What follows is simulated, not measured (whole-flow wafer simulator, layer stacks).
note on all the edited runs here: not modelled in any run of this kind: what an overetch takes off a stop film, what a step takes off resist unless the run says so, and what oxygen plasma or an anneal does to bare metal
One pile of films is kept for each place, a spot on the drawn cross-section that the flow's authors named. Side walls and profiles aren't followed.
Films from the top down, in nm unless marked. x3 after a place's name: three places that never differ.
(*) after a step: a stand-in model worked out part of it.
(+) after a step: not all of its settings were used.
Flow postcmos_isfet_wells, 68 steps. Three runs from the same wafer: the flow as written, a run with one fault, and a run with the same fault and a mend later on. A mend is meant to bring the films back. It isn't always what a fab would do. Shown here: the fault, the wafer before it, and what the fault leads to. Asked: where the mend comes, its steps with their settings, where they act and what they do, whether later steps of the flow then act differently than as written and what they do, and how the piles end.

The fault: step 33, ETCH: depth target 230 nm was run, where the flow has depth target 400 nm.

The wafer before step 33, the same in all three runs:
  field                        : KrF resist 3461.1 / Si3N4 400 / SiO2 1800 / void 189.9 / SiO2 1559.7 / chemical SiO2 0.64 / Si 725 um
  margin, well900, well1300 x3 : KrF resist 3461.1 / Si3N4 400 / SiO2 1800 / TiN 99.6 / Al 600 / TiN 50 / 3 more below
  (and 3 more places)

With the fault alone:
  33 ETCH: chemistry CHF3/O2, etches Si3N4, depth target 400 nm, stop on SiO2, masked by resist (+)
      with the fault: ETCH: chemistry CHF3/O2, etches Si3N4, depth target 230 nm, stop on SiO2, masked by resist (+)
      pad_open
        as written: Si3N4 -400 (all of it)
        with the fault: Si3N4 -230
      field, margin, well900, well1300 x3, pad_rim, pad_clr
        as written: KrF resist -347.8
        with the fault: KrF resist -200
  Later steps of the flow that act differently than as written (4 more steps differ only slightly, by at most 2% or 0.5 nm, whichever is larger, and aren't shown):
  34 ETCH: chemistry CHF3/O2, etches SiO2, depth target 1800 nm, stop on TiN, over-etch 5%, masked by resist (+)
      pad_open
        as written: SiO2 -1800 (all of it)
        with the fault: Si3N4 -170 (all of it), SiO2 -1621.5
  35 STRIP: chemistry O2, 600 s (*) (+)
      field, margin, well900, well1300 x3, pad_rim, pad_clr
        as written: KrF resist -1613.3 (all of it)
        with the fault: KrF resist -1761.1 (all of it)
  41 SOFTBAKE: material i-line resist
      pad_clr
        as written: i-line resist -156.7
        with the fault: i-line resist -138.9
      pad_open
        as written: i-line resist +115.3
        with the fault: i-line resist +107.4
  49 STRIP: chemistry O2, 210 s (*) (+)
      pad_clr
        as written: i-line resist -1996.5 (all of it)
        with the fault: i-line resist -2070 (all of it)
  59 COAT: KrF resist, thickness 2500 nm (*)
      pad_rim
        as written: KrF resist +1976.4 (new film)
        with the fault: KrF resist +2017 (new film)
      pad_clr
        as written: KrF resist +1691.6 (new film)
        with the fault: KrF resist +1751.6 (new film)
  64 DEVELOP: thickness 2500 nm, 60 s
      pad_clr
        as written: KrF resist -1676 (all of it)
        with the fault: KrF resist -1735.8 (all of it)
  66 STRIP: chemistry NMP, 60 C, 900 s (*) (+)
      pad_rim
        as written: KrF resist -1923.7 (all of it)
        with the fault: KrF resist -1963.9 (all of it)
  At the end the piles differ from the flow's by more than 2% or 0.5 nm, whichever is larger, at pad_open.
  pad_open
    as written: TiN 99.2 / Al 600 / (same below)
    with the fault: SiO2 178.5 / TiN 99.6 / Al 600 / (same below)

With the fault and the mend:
  The mend comes after step 33.
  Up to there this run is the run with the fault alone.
  33a ETCH: chemistry CHF3/O2, etches Si3N4, depth target 170 nm, stop on SiO2, masked by resist (the flow's step 33 once more, with other settings)
      field, margin, well900, well1300 x3, pad_rim, pad_clr
        KrF resist -147.8
      pad_open
        Si3N4 -170 (all of it)
  No later step of the flow acts differently than as written at any place that is followed.
  At the end the piles are the same as the flow's at every place that both follow.
